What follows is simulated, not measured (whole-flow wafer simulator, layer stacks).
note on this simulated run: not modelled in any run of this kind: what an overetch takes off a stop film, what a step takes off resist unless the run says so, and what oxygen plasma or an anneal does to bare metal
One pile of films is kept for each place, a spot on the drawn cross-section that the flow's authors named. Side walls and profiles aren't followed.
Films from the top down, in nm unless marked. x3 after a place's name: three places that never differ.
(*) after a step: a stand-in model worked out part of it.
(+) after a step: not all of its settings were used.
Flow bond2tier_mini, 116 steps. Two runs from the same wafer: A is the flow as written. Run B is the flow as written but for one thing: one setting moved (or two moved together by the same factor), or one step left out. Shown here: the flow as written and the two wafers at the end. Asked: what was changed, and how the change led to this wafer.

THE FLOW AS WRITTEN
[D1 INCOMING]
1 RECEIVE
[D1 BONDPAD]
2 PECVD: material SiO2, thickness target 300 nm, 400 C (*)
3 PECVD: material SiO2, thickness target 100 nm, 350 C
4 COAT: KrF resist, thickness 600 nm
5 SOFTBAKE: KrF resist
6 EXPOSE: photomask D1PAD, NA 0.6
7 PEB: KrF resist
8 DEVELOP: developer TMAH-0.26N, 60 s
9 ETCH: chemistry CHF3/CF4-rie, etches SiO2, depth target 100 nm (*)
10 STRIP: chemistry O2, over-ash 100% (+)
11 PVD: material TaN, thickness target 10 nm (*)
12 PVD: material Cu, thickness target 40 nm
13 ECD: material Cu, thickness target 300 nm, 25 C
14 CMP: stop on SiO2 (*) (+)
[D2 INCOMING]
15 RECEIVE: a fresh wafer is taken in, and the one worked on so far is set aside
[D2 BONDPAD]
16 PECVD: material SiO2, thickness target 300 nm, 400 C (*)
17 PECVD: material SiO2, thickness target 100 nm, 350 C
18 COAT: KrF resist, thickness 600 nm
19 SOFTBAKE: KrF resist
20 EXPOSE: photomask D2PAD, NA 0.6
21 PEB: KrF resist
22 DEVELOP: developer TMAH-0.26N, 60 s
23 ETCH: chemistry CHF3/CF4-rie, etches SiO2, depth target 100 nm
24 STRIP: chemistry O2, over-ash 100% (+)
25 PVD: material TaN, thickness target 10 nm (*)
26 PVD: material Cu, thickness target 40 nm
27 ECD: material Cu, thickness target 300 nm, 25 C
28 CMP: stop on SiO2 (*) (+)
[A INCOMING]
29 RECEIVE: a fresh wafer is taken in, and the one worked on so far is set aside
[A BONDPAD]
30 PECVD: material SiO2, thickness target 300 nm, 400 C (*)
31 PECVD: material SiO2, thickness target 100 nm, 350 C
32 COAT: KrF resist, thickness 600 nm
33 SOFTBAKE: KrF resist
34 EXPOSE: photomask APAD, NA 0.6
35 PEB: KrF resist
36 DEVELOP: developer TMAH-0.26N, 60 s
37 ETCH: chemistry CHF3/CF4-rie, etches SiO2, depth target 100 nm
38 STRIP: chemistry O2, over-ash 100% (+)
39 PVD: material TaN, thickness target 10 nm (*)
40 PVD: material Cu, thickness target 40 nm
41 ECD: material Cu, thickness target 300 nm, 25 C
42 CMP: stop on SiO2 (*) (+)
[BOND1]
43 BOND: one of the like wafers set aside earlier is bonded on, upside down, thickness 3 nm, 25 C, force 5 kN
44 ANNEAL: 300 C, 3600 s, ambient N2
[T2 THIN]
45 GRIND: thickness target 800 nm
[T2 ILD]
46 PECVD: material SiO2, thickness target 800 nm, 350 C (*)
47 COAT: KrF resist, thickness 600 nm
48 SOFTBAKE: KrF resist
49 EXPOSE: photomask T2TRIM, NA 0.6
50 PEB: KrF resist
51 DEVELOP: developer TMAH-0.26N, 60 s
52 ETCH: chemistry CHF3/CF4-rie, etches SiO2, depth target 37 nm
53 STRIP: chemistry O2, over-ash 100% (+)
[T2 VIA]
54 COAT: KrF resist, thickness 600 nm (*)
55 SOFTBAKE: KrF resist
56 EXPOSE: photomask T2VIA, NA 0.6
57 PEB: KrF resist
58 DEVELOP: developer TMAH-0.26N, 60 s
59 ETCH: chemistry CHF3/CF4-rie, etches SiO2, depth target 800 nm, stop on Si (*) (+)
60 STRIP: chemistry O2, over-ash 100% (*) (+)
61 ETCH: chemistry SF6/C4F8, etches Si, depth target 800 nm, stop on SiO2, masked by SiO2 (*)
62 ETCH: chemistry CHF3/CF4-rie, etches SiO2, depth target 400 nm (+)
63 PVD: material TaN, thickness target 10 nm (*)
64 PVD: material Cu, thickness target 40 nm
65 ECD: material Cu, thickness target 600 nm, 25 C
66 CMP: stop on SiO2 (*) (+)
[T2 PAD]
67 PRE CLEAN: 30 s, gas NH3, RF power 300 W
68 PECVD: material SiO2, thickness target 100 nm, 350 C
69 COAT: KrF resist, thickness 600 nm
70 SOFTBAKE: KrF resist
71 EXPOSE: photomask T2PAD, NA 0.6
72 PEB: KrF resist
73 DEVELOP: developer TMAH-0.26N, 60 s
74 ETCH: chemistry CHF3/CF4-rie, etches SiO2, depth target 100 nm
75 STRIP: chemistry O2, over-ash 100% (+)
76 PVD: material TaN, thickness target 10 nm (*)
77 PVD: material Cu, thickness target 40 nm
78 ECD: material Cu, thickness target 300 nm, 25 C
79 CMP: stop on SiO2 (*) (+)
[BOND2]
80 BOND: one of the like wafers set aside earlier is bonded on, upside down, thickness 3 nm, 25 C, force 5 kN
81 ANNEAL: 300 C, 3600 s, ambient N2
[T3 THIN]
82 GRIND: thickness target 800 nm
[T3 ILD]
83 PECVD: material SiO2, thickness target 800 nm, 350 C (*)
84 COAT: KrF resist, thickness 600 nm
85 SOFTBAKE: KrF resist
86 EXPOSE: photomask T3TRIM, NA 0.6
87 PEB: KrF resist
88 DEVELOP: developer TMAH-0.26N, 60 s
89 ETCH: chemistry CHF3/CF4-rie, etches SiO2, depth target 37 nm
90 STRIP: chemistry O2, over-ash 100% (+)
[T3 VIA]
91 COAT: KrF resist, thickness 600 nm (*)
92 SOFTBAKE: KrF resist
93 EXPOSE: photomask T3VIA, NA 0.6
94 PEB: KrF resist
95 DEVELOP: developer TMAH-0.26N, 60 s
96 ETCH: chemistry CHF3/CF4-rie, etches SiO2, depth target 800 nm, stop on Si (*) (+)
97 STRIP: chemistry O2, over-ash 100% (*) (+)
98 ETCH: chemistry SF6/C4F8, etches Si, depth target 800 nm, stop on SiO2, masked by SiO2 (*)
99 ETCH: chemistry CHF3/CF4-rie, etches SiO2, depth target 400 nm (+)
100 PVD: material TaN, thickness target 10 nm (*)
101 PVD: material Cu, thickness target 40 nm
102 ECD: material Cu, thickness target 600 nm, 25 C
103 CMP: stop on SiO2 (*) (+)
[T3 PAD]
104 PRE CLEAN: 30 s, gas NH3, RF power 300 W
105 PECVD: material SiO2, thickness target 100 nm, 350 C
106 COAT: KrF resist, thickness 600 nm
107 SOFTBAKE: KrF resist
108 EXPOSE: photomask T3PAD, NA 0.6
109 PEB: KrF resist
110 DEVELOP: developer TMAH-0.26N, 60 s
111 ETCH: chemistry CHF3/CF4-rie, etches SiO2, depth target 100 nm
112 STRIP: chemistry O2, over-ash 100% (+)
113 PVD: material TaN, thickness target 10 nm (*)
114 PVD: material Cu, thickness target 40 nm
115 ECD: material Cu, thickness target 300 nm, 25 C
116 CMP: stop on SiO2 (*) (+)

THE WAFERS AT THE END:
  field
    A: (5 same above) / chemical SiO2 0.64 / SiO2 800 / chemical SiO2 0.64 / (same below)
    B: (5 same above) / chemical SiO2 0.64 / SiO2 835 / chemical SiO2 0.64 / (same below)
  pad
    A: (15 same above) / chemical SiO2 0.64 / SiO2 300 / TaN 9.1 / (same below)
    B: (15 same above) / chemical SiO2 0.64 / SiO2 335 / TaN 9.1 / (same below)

The cause: step 3, PECVD: thickness target 135 nm was run, where the flow has thickness target 100 nm.

How the change led to this, step by step:
  3 PECVD: material SiO2, thickness target 100 nm, 350 C
      field, pad, via: A SiO2 +100 | B SiO2 +135
  43 BOND: one of the like wafers set aside earlier is bonded on, upside down, thickness 3 nm, 25 C, force 5 kN
      field: A Si +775 um (new film), chemical SiO2 +0.64 (new film), SiO2 +400 | B Si +775 um (new film), chemical SiO2 +0.64 (new film), SiO2 +435
      pad: A Si +775 um (new film), chemical SiO2 +0.64 (new film), SiO2 +300 (new film), TaN +9.1 (new film), Cu +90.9 | B Si +775 um (new film), chemical SiO2 +0.64 (new film), SiO2 +335 (new film), TaN +9.1 (new film), Cu +90.9
      (and at 1 more place)
